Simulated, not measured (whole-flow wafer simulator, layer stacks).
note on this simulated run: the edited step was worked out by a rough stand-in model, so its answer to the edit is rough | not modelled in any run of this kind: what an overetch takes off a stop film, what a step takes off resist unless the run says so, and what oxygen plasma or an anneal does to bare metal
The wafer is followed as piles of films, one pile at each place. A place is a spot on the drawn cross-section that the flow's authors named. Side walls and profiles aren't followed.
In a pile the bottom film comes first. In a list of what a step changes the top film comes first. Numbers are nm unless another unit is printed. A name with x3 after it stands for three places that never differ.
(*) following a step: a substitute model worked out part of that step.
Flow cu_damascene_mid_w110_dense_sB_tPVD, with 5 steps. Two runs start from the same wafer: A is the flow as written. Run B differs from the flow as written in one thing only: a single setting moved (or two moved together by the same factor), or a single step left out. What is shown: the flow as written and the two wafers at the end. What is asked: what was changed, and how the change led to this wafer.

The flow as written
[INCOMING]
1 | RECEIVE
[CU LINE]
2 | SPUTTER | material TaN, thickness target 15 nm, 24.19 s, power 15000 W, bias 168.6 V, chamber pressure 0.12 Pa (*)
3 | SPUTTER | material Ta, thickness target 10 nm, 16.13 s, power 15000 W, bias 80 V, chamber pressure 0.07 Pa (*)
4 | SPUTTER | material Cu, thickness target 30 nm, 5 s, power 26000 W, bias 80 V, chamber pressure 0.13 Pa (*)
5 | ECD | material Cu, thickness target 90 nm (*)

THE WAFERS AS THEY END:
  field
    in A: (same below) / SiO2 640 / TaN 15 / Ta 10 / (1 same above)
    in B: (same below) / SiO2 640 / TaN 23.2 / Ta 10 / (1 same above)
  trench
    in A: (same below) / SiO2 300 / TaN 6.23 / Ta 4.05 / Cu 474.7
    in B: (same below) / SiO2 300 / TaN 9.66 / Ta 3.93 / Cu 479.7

What caused this: step 2, SPUTTER: 37.49 s was run, while the flow as written has 24.19 s.

Step by step, how the change led to this:
  2 | SPUTTER | material TaN, thickness target 15 nm, 24.19 s, power 15000 W, bias 168.6 V, chamber pressure 0.12 Pa (*)
      field: A +15 TaN (new film) | B +23.2 TaN (new film)
      trench: A +6.23 TaN (new film) | B +9.66 TaN (new film)
